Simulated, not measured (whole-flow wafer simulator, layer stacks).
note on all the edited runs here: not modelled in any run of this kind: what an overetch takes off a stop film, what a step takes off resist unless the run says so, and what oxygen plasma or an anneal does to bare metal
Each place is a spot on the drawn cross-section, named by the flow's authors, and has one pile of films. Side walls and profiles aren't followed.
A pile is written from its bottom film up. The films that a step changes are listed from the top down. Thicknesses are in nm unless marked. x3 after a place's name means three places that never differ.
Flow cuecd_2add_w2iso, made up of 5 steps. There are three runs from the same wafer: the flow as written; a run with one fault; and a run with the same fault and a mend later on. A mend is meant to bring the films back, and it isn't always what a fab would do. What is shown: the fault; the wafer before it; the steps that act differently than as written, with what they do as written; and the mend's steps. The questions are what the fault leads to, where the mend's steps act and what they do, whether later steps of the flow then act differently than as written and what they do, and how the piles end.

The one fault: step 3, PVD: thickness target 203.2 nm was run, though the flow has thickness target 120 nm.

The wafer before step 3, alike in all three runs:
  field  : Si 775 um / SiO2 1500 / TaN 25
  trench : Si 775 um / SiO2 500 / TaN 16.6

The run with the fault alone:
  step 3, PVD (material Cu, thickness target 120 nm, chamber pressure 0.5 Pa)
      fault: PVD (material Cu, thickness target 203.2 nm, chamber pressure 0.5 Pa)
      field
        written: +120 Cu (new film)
        fault: +203.2 Cu (new film)
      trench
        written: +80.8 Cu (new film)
        fault: +136.2 Cu (new film)
  Later steps of the flow that are run all act as written at every place that is followed, up to a difference of at most 2% or 0.5 nm, whichever is larger.
  The piles end different from the flow's at field, trench by more than 2% or 0.5 nm, whichever is larger.
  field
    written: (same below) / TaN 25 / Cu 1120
    fault: (same below) / TaN 25 / Cu 1203.2
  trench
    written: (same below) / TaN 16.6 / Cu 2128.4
    fault: (same below) / TaN 16.6 / Cu 2211.6

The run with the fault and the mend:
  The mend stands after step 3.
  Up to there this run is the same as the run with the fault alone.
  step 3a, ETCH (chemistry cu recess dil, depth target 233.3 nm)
      field
        -203.2 Cu (all of it)
      trench
        -136.2 Cu (all of it)
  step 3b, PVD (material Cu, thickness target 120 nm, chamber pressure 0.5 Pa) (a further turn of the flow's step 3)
      field
        +120 Cu (new film)
      trench
        +80.8 Cu (new film)
  Later steps of the flow that are run all act as written at every place that is followed.
  At every place that both follow, the piles at the end match the flow's.
